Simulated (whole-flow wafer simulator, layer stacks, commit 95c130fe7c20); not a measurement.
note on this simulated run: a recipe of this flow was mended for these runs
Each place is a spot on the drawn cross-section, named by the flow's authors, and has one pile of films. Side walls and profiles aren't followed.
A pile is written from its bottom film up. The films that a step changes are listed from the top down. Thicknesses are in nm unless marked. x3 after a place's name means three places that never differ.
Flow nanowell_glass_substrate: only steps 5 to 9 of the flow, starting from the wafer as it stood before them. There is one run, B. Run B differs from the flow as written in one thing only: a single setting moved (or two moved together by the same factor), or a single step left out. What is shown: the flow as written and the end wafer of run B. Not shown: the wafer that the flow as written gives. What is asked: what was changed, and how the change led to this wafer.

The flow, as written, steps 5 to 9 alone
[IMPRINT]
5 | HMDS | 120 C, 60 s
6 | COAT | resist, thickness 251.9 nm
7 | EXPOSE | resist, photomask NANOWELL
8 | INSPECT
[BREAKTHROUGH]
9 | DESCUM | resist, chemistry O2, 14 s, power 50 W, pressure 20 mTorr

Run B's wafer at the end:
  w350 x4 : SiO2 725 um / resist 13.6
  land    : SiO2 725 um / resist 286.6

The reason: step 6, COAT: thickness 285.2 nm was run, while the flow as written has thickness 251.9 nm.

Step by step, how the change led to this:
  6 | COAT | resist, thickness 251.9 nm
      land, w350 x4: resist gains 285.2 (new film) (it would be, as written: resist gains 251.9 (new film))
  7 | EXPOSE | resist, photomask NANOWELL
      land: resist gains 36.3 (it would be, as written: resist gains 39.3)
  9 | DESCUM | resist, chemistry O2, 14 s, power 50 W, pressure 20 mTorr
      w350 x4: resist loses 34.9 (it would be, as written: resist loses 18.2 (all of it))
